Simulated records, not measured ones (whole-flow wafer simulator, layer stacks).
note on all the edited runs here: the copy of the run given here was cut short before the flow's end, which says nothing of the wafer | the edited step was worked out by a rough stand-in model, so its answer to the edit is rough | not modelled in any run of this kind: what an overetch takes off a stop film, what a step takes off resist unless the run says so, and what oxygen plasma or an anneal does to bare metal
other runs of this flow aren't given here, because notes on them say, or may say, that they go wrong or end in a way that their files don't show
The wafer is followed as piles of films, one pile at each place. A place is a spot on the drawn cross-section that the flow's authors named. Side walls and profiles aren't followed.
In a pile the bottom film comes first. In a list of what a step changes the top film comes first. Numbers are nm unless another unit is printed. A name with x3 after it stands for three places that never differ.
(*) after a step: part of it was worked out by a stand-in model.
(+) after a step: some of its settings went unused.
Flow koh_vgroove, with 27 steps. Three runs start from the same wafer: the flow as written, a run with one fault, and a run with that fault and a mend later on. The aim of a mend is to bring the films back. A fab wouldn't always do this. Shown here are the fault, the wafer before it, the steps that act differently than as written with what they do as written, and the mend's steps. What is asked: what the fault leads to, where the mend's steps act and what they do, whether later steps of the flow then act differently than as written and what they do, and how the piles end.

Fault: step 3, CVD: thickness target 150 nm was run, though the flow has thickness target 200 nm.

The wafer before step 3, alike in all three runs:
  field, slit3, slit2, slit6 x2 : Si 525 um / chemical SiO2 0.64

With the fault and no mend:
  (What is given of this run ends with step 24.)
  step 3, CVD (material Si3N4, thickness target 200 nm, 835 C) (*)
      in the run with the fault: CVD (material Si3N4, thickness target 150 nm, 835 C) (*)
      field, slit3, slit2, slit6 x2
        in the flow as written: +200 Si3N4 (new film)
        in the run with the fault: +150 Si3N4 (new film)
  Steps further on in the flow that do not act as written:
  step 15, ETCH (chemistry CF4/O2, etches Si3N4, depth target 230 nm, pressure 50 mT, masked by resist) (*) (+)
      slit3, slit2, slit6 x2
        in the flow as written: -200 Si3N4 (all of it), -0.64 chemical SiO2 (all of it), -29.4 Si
        in the run with the fault: -150 Si3N4 (all of it), -0.64 chemical SiO2 (all of it), -79.4 Si
  Once step 24 is done, the piles at field depart from the flow's by more than 2% or 0.5 nm, whichever is larger.
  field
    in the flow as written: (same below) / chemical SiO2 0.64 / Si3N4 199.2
    in the run with the fault: (same below) / chemical SiO2 0.64 / Si3N4 149.2

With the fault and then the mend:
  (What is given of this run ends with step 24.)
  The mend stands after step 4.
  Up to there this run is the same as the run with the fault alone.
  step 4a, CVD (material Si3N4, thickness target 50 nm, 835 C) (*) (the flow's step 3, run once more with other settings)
      field, slit3, slit2, slit6 x2
        +50 Si3N4
  Every later step of the flow up to step 24 that is run acts as written at every place that is followed.
  The piles after step 24 are the same as the flow's at every place that both follow.
